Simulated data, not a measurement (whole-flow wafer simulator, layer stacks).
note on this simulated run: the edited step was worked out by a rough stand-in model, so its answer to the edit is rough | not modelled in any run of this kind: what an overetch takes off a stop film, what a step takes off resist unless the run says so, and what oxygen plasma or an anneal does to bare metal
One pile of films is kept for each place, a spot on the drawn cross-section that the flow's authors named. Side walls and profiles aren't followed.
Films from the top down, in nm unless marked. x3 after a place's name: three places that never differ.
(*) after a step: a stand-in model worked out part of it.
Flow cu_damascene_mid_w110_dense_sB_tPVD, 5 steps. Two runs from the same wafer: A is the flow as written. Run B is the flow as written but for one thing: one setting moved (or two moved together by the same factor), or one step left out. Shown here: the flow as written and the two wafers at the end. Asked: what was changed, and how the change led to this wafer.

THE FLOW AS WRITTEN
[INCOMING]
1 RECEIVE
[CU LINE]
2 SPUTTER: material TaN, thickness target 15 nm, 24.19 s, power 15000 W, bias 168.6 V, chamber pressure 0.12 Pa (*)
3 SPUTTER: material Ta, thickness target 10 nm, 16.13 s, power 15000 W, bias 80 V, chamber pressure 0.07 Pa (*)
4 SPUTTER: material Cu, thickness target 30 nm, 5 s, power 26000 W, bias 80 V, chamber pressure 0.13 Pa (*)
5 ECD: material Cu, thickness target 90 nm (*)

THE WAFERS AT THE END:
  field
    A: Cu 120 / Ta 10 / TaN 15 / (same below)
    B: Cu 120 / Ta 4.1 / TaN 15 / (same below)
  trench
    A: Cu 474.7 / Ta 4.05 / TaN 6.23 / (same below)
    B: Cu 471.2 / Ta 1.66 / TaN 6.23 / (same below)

The cause: step 3, SPUTTER: thickness target 4.1 nm was run, where the flow has thickness target 10 nm; step 3, SPUTTER: 6.662 s was run, where the flow has 16.13 s.
It can be read off the wafer: field has Ta 4.1, and step 3 as written asks for 10 nm.

How the change led to this, step by step:
  3 SPUTTER: material Ta, thickness target 10 nm, 16.13 s, power 15000 W, bias 80 V, chamber pressure 0.07 Pa (*)
      field: A Ta +10 (new film) | B Ta +4.1 (new film)
      trench: A Ta +4.05 (new film) | B Ta +1.66 (new film)
